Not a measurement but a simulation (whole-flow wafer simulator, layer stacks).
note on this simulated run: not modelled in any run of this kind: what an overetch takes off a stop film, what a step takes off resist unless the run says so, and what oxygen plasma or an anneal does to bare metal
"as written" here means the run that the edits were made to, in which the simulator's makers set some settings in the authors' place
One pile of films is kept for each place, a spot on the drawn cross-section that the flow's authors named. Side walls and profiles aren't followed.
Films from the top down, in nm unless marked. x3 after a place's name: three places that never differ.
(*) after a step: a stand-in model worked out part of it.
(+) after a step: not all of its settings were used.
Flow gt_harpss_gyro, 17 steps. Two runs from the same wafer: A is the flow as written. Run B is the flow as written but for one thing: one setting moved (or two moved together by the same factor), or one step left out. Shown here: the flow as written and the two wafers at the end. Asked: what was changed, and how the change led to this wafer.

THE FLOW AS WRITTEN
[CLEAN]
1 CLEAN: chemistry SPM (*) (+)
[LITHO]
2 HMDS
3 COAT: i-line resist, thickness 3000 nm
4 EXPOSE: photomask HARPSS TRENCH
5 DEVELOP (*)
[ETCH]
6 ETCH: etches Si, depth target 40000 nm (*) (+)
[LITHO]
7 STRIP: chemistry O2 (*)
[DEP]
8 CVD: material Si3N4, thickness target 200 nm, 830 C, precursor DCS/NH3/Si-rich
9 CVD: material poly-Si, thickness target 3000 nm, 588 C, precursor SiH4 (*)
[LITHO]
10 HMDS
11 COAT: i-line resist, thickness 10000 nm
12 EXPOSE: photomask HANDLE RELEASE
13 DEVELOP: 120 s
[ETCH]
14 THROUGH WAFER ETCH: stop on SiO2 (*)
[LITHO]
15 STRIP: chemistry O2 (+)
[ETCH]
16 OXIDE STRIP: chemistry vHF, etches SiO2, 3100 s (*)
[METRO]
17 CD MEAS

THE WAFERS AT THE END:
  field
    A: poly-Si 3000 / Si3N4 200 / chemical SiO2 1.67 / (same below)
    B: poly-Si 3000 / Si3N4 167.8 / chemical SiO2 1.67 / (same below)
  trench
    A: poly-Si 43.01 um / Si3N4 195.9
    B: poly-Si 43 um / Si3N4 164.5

The cause: step 8, CVD: thickness target 167.8 nm was run, where the flow has thickness target 200 nm.
It can be read off the wafer: field has Si3N4 167.8, and step 8 as written asks for 200 nm.

How the change led to this, step by step:
  8 CVD: material Si3N4, thickness target 200 nm, 830 C, precursor DCS/NH3/Si-rich
      field: A Si3N4 +200 (new film) | B Si3N4 +167.8 (new film)
      trench: A Si3N4 +195.9 (new film) | B Si3N4 +164.5 (new film)
  9 CVD: material poly-Si, thickness target 3000 nm, 588 C, precursor SiH4 (*)
      trench: A poly-Si +43.01 um (new film) | B poly-Si +43 um (new film)
